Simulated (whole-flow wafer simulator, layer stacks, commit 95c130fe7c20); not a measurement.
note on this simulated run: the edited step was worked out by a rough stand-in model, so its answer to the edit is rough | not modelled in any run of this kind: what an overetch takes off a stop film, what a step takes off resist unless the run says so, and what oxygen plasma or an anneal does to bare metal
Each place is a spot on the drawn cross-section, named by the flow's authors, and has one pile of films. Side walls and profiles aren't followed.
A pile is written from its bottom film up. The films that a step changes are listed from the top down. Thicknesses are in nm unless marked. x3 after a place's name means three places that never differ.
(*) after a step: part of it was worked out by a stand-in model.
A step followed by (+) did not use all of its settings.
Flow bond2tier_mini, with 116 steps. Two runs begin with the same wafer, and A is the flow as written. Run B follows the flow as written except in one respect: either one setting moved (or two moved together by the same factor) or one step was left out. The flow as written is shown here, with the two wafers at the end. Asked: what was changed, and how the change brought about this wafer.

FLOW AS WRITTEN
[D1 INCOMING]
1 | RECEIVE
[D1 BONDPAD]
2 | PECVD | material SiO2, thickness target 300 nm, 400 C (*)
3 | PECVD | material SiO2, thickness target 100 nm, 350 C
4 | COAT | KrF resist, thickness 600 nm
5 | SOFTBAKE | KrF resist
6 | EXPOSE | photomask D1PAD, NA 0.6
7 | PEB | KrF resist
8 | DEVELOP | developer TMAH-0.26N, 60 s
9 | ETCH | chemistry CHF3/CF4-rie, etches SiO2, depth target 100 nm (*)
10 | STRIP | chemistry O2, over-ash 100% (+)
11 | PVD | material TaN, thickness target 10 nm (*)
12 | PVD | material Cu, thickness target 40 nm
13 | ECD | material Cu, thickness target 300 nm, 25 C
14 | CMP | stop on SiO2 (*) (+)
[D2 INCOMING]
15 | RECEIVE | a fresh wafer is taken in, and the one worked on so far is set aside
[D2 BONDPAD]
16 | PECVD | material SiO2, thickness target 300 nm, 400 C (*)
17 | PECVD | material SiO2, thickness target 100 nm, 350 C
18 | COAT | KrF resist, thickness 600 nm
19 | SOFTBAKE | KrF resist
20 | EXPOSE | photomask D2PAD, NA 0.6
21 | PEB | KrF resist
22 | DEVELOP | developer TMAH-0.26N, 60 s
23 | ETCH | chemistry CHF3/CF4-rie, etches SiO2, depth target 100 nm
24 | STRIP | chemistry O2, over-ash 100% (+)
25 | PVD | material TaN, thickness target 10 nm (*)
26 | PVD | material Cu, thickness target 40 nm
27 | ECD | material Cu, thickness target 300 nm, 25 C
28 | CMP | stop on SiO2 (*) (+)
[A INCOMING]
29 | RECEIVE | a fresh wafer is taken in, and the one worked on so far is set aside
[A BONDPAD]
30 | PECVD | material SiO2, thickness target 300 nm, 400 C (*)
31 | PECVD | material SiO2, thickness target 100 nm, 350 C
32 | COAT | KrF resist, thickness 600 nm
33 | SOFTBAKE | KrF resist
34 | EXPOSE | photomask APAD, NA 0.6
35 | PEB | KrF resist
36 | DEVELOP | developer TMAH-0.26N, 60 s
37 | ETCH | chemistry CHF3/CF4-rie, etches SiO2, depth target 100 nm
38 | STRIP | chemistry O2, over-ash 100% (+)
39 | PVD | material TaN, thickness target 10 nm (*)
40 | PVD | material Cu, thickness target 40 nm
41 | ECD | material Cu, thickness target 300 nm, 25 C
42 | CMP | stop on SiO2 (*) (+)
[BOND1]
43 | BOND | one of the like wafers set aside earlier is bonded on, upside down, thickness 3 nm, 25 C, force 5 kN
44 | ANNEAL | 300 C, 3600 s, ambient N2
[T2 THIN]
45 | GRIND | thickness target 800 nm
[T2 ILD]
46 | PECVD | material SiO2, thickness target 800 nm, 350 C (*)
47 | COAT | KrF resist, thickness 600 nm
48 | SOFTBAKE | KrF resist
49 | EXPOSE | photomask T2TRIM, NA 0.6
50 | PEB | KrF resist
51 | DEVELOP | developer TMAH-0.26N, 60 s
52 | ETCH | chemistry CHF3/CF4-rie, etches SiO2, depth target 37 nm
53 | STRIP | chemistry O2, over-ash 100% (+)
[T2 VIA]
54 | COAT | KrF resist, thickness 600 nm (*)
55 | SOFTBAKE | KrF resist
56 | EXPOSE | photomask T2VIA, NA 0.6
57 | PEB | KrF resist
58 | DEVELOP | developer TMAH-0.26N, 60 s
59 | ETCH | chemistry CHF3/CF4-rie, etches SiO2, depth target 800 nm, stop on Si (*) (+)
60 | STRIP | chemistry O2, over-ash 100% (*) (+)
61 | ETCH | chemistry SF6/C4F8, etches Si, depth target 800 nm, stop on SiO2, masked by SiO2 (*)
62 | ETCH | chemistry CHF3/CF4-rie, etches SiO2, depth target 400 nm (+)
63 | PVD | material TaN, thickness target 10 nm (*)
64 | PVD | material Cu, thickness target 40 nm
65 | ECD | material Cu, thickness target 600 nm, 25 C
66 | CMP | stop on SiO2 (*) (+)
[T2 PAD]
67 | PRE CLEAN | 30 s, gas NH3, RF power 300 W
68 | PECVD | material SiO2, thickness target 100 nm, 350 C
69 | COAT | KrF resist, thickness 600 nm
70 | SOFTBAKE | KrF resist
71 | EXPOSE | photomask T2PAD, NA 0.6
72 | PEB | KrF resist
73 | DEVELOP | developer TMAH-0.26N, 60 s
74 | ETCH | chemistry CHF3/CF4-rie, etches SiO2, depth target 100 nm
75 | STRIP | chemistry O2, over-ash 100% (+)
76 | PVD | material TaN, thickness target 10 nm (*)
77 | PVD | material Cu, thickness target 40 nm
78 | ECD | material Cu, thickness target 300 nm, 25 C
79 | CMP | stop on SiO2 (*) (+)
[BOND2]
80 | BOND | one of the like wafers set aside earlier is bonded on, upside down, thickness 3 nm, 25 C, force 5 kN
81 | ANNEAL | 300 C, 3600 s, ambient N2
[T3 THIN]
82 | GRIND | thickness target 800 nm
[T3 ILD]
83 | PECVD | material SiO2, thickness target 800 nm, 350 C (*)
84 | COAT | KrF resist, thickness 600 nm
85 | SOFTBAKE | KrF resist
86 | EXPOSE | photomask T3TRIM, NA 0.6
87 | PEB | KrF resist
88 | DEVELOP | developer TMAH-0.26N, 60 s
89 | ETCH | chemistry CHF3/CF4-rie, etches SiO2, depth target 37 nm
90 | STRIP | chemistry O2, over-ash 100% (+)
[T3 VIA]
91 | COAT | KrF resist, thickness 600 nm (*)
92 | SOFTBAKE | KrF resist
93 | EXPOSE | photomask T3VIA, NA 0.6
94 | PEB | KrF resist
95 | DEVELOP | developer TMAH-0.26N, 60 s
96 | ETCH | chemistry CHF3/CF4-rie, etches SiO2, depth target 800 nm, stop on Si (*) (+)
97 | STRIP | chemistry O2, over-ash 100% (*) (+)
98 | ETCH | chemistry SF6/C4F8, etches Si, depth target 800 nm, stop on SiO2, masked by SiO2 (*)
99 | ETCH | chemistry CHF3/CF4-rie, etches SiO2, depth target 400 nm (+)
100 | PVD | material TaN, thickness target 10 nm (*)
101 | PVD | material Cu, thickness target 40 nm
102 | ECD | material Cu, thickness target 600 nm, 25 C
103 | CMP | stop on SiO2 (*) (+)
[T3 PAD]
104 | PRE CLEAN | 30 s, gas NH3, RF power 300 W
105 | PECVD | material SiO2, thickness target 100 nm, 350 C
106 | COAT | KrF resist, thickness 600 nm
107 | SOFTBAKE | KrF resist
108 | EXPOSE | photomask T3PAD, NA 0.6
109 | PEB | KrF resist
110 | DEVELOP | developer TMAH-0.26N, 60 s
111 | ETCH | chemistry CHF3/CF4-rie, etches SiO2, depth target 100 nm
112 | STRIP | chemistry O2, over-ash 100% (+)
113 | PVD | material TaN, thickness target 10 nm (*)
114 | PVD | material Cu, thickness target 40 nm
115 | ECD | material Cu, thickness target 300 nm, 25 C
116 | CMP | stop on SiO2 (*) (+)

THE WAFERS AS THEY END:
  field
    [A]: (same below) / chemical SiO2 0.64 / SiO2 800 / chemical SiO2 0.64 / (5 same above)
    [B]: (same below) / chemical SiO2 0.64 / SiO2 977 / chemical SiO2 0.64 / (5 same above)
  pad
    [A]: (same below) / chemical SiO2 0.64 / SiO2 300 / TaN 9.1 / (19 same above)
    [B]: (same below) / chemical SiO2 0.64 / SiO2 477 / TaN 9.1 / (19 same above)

What caused this: step 30, PECVD: thickness target 477 nm was run, whereas the flow has thickness target 300 nm.
One can read it off the wafer: pad has SiO2 477, and step 30 as written asks for 300 nm.

Step by step, how the change led to this:
  30 | PECVD | material SiO2, thickness target 300 nm, 400 C (*)
      field, pad, via: A +300 SiO2 (new film) | B +477 SiO2 (new film)
